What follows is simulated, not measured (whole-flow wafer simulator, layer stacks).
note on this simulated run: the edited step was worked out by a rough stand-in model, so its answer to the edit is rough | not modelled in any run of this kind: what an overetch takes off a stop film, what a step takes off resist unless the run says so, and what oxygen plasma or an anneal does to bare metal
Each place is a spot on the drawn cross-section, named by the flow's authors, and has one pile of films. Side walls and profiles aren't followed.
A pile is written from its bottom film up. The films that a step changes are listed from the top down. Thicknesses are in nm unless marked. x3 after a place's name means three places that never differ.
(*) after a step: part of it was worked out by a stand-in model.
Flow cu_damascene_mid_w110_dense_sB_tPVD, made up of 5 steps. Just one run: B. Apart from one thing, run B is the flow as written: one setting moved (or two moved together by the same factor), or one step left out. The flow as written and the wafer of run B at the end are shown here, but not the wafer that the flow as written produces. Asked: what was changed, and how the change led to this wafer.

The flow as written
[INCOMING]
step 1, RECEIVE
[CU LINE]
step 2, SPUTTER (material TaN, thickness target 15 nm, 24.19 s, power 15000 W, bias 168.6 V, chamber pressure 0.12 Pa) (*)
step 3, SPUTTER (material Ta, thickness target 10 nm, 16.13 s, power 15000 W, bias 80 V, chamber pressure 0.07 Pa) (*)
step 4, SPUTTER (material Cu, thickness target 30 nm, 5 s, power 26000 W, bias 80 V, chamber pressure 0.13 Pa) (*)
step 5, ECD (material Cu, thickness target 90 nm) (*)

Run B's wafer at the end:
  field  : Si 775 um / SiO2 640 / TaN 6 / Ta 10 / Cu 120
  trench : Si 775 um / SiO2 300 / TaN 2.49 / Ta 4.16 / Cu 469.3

The reason: step 2, SPUTTER: thickness target 6 nm was run, whereas the flow has thickness target 15 nm.
The wafer itself shows it: field has TaN 6, and step 2 as written asks for 15 nm.

How this came from the change, step by step:
  step 2, SPUTTER (material TaN, thickness target 15 nm, 24.19 s, power 15000 W, bias 168.6 V, chamber pressure 0.12 Pa) (*)
      field: TaN gains 6 (new film) (in the flow as written it would be: TaN gains 15 (new film))
      trench: TaN gains 2.49 (new film) (in the flow as written it would be: TaN gains 6.23 (new film))
